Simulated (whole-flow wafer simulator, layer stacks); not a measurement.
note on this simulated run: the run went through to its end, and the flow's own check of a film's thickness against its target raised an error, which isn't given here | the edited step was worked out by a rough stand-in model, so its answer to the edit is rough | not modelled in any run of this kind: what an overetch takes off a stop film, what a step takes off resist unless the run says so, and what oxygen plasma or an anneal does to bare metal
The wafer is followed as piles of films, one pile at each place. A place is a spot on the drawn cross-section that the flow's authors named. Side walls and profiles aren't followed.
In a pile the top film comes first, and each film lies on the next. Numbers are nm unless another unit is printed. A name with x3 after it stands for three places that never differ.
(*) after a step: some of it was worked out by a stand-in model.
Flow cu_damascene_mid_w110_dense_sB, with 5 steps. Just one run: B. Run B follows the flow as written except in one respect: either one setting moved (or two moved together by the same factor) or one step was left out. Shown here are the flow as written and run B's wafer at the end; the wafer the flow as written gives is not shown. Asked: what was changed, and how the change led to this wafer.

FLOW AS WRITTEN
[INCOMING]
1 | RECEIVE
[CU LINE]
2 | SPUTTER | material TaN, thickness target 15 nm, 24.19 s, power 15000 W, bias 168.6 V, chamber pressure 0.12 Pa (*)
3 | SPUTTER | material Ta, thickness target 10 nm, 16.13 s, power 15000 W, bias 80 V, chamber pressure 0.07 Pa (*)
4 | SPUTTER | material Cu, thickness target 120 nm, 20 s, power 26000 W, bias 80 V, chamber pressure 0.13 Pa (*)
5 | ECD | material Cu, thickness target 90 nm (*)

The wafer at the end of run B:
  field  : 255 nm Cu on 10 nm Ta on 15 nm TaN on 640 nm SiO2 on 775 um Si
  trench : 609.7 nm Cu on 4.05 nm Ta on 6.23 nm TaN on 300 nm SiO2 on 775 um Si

The reason: step 5, ECD: thickness target 135 nm was run, while the flow as written has thickness target 90 nm.

The path from the change to this, step by step:
  5 | ECD | material Cu, thickness target 90 nm (*)
      field: +135 Cu (it would be, as written: +90 Cu)
      trench: +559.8 Cu (it would be, as written: +514.8 Cu)
